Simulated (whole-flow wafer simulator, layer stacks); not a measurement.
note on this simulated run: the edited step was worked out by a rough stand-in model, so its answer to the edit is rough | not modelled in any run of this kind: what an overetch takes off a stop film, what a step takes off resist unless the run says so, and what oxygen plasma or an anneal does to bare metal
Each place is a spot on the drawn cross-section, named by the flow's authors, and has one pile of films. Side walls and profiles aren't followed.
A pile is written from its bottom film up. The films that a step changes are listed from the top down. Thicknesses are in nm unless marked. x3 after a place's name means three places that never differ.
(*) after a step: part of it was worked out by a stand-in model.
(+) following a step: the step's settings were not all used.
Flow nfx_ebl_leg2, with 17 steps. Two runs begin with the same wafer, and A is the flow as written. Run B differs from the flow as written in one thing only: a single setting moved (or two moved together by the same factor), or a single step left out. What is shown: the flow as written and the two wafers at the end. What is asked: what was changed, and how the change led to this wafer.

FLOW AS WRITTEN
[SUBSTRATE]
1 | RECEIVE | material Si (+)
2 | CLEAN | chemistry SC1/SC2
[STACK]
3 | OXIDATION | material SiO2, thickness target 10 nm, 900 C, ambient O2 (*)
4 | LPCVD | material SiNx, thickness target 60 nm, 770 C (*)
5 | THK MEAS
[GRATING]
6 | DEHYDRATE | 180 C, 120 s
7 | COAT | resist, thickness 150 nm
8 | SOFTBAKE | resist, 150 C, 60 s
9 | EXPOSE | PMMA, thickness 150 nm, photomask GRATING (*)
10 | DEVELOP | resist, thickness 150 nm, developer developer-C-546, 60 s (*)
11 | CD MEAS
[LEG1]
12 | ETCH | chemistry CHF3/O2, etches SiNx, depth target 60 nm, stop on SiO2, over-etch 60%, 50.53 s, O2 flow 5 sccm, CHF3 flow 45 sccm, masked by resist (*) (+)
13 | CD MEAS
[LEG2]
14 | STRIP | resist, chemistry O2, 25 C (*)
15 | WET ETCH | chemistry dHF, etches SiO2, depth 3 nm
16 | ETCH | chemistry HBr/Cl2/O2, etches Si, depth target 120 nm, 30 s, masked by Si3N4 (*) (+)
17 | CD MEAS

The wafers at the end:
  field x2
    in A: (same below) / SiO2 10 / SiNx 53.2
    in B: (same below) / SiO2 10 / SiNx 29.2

The reason: step 4, LPCVD: thickness target 36 nm was run, while the flow as written has thickness target 60 nm.

Step by step, how the change led to this:
  4 | LPCVD | material SiNx, thickness target 60 nm, 770 C (*)
      field x2, pad x2: A +60 SiNx (new film) | B +36 SiNx (new film)
  12 | ETCH | chemistry CHF3/O2, etches SiNx, depth target 60 nm, stop on SiO2, over-etch 60%, 50.53 s, O2 flow 5 sccm, CHF3 flow 45 sccm, masked by resist (*) (+)
      pad x2: A -60 SiNx (all of it), -10 SiO2 (all of it) | B -36 SiNx (all of it), -10 SiO2 (all of it)
